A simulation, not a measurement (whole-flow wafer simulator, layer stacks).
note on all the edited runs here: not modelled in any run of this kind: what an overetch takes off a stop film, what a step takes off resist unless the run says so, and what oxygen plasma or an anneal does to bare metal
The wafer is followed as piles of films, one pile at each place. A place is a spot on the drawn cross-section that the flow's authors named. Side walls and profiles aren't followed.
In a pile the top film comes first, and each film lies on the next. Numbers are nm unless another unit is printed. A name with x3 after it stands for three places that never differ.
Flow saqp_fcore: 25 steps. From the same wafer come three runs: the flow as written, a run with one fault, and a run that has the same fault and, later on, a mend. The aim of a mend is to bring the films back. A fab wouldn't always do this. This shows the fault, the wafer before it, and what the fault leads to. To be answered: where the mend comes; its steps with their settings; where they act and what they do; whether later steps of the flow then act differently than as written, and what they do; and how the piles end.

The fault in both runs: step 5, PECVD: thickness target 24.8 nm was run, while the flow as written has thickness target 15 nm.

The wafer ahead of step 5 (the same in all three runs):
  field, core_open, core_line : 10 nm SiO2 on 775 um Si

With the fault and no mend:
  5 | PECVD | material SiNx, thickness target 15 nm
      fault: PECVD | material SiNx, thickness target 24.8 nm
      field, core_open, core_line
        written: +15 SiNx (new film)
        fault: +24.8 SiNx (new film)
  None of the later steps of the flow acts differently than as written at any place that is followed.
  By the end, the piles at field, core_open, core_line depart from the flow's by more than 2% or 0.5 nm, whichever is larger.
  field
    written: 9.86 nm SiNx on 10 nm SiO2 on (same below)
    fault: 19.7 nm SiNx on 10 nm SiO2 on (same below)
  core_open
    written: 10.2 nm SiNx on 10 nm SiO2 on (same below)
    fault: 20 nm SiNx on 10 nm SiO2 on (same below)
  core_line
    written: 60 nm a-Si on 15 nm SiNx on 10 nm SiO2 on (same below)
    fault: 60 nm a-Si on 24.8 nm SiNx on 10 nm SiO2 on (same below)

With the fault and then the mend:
  The mend stands after step 5.
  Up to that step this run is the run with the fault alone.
  5a | ETCH | chemistry h3po4, depth target 9.8 nm
      field, core_open, core_line
        -9.8 SiNx
  None of the later steps of the flow acts differently than as written at any place that is followed.
  By the end, the piles equal the flow's at every place that both follow.
